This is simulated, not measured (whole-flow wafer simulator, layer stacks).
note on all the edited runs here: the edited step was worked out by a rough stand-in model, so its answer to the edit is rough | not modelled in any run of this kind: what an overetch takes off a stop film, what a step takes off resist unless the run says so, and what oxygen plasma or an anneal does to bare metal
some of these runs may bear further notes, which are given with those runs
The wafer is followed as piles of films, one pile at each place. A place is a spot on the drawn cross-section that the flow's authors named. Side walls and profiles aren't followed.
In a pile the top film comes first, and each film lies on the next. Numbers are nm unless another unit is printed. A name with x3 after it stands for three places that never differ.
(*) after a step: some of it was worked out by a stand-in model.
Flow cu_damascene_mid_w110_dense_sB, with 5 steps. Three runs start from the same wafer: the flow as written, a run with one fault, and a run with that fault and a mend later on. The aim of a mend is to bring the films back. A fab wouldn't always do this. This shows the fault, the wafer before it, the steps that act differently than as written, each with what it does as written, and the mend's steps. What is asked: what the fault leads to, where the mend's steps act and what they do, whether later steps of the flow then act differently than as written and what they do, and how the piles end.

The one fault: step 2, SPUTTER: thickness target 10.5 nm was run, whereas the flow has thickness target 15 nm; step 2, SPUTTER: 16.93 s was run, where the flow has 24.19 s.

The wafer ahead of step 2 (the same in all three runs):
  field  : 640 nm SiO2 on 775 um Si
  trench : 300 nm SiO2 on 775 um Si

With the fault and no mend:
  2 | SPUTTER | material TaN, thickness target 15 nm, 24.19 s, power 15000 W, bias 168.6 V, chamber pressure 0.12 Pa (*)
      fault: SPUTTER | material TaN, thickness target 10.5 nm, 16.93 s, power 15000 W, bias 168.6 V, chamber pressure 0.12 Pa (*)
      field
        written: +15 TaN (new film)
        fault: +10.5 TaN (new film)
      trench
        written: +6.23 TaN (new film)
        fault: +4.36 TaN (new film)
  None of the later steps of the flow differs from how it acts as written, at any place that is followed, by more than 2% or 0.5 nm, whichever is larger.
  At field, trench, the piles at the end differ from the flow's by more than 2% or 0.5 nm, whichever is larger.
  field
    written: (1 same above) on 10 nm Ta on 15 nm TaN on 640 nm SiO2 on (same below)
    fault: (1 same above) on 10 nm Ta on 10.5 nm TaN on 640 nm SiO2 on (same below)
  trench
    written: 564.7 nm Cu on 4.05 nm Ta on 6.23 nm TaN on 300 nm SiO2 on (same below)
    fault: 562 nm Cu on 4.1 nm Ta on 4.36 nm TaN on 300 nm SiO2 on (same below)

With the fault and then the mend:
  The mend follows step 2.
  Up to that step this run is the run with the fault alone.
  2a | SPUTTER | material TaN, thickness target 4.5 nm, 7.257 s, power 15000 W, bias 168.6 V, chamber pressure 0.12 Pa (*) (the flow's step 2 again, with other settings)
      field
        +4.5 TaN
      trench
        +1.8 TaN
  None of the later steps of the flow differs from how it acts as written, at any place that is followed, by more than 2% or 0.5 nm, whichever is larger.
  At the end the piles are close to the flow's at the places that both follow, differing by at most 2% or 0.5 nm, whichever is larger.
